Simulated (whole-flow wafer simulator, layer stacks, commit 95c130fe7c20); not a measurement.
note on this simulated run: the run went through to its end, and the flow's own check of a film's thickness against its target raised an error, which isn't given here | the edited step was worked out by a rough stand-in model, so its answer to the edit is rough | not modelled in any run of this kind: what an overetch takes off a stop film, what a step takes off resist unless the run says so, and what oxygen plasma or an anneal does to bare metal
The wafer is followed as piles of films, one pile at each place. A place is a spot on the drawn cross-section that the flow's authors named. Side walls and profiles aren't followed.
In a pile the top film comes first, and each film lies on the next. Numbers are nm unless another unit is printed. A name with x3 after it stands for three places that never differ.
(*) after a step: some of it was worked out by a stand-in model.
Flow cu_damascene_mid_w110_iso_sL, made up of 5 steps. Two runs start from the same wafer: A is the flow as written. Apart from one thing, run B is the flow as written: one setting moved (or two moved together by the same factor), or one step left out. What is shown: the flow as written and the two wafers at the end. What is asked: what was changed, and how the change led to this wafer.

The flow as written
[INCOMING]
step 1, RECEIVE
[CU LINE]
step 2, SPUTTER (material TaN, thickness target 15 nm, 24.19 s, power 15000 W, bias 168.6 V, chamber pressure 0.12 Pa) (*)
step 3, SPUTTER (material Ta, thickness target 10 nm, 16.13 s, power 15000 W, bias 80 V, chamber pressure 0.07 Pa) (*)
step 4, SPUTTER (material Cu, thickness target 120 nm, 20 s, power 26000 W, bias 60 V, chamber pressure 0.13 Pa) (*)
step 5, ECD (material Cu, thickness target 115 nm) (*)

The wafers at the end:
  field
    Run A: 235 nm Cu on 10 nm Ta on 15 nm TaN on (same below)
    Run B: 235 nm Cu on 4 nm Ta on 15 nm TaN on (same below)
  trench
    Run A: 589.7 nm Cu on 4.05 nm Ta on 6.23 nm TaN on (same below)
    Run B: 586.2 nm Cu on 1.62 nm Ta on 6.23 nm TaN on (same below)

The reason: step 3, SPUTTER: 6.45 s was run, while the flow as written has 16.13 s.

Step by step, how the change led to this:
  step 3, SPUTTER (material Ta, thickness target 10 nm, 16.13 s, power 15000 W, bias 80 V, chamber pressure 0.07 Pa) (*)
      field: A Ta gains 10 (new film) | B Ta gains 4 (new film)
      trench: A Ta gains 4.05 (new film) | B Ta gains 1.62 (new film)
